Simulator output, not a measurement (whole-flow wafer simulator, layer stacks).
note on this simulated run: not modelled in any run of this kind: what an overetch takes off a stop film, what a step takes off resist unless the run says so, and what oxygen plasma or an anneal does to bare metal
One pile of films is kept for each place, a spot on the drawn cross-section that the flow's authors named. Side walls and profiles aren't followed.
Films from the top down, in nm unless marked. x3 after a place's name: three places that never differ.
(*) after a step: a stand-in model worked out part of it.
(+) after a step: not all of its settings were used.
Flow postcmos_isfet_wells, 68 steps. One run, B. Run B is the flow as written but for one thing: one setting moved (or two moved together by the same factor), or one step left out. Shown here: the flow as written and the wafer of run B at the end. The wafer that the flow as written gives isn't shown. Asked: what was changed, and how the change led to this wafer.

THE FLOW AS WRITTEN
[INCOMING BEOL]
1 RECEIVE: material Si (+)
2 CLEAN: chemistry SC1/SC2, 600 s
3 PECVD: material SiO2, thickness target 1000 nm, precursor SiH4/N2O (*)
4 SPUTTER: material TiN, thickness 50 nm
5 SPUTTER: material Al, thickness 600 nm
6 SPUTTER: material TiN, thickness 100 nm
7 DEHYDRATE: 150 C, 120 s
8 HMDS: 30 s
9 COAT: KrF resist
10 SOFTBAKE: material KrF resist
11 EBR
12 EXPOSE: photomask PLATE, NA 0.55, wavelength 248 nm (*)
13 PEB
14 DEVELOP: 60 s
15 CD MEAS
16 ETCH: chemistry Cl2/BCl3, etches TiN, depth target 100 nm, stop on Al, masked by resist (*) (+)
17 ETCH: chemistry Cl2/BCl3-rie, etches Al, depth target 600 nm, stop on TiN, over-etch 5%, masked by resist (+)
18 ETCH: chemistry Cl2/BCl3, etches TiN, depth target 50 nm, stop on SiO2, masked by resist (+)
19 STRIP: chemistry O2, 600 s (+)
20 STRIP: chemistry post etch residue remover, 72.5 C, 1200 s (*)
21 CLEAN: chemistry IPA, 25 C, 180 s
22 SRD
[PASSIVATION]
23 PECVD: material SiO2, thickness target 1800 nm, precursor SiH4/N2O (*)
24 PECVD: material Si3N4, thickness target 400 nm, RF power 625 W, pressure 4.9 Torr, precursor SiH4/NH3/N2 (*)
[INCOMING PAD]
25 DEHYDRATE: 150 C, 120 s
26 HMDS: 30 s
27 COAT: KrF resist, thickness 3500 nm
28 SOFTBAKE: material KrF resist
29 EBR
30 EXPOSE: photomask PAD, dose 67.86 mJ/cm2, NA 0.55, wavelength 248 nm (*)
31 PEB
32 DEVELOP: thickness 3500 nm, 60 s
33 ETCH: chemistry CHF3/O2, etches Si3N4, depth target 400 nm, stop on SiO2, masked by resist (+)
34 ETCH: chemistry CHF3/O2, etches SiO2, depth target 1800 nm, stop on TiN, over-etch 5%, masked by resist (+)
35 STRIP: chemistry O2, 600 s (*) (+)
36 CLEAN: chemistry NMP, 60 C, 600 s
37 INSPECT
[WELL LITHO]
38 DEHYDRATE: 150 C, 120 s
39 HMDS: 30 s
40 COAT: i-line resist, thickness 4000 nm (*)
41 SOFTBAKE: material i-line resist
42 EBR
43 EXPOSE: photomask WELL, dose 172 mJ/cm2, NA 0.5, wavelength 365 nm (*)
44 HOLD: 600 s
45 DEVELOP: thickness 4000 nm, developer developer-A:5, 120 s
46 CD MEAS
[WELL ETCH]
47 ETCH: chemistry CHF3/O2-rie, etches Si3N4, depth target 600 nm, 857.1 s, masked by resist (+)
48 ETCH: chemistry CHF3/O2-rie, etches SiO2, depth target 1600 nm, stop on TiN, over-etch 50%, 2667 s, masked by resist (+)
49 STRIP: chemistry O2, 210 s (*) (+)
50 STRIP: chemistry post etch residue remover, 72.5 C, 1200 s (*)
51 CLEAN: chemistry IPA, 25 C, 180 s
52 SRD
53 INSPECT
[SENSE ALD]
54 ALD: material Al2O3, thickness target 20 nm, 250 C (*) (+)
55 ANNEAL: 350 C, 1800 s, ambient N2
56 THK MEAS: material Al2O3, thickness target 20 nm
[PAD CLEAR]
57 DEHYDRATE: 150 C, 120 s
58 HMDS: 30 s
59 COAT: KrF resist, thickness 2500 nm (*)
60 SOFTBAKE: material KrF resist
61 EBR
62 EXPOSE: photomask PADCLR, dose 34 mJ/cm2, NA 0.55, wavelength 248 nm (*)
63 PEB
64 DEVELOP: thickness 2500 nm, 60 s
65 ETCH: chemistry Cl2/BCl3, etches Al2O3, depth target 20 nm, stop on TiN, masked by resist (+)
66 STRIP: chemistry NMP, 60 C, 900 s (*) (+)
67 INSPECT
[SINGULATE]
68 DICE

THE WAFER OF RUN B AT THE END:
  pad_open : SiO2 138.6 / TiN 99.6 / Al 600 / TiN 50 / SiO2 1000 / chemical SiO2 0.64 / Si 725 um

The cause: step 33, ETCH: depth target 268 nm was run, where the flow has depth target 400 nm.

How the change led to this, step by step:
  33 ETCH: chemistry CHF3/O2, etches Si3N4, depth target 400 nm, stop on SiO2, masked by resist (+)
      pad_open: Si3N4 -268 (as written it would be: Si3N4 -400 (all of it))
      field, margin, well900, well1300 x3, pad_rim, pad_clr: KrF resist -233 (as written it would be: KrF resist -347.8)
  34 ETCH: chemistry CHF3/O2, etches SiO2, depth target 1800 nm, stop on TiN, over-etch 5%, masked by resist (+)
      pad_open: Si3N4 -132 (all of it), SiO2 -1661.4 (as written it would be: SiO2 -1800 (all of it))
  35 STRIP: chemistry O2, 600 s (*) (+)
      field, margin, well900, well1300 x3, pad_rim, pad_clr: KrF resist -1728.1 (all of it) (as written it would be: KrF resist -1613.3 (all of it))
  41 SOFTBAKE: material i-line resist
      pad_clr: i-line resist -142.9 (as written it would be: i-line resist -156.7)
      pad_open: i-line resist +109.2 (as written it would be: i-line resist +115.3)
  49 STRIP: chemistry O2, 210 s (*) (+)
      pad_clr: i-line resist -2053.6 (all of it) (as written it would be: i-line resist -1996.5 (all of it))
  59 COAT: KrF resist, thickness 2500 nm (*)
      pad_clr: KrF resist +1738.1 (new film) (as written it would be: KrF resist +1691.6 (new film))
  64 DEVELOP: thickness 2500 nm, 60 s
      pad_clr: KrF resist -1722.4 (all of it) (as written it would be: KrF resist -1676 (all of it))
